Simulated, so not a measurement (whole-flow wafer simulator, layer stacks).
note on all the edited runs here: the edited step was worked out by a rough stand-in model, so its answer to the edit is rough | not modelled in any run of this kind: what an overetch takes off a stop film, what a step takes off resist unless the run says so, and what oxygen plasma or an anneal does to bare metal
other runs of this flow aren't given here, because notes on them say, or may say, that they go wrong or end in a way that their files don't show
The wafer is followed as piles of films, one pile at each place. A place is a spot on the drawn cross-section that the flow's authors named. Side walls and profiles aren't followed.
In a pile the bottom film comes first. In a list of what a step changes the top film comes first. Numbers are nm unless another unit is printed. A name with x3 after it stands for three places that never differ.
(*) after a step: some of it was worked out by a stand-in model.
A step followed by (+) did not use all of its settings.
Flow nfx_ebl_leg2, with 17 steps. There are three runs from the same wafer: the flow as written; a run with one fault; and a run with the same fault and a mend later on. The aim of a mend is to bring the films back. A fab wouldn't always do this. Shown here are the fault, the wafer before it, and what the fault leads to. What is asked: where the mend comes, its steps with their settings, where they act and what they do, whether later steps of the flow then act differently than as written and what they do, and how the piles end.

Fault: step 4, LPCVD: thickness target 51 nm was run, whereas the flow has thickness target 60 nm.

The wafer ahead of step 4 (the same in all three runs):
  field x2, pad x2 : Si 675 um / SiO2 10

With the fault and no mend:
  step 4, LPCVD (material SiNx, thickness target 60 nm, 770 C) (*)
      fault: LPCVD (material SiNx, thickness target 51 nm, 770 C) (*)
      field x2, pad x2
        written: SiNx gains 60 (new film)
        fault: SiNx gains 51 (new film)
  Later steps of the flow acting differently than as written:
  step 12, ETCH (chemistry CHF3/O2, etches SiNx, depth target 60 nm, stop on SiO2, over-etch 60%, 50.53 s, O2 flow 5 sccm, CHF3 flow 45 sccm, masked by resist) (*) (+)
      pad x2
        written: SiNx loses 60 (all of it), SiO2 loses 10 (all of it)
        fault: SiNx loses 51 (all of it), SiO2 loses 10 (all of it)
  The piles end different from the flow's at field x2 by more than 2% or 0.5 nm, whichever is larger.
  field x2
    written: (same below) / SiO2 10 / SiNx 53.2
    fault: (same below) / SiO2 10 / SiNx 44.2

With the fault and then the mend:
  The mend stands after step 5.
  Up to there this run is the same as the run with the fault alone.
  step 5a, LPCVD (material SiNx, thickness target 9 nm, 770 C) (*) (the flow's step 4, run once more with other settings)
      field x2, pad x2
        SiNx gains 9
  None of the later steps of the flow acts differently than as written at any place that is followed.
  At every place that both follow, the piles at the end match the flow's.
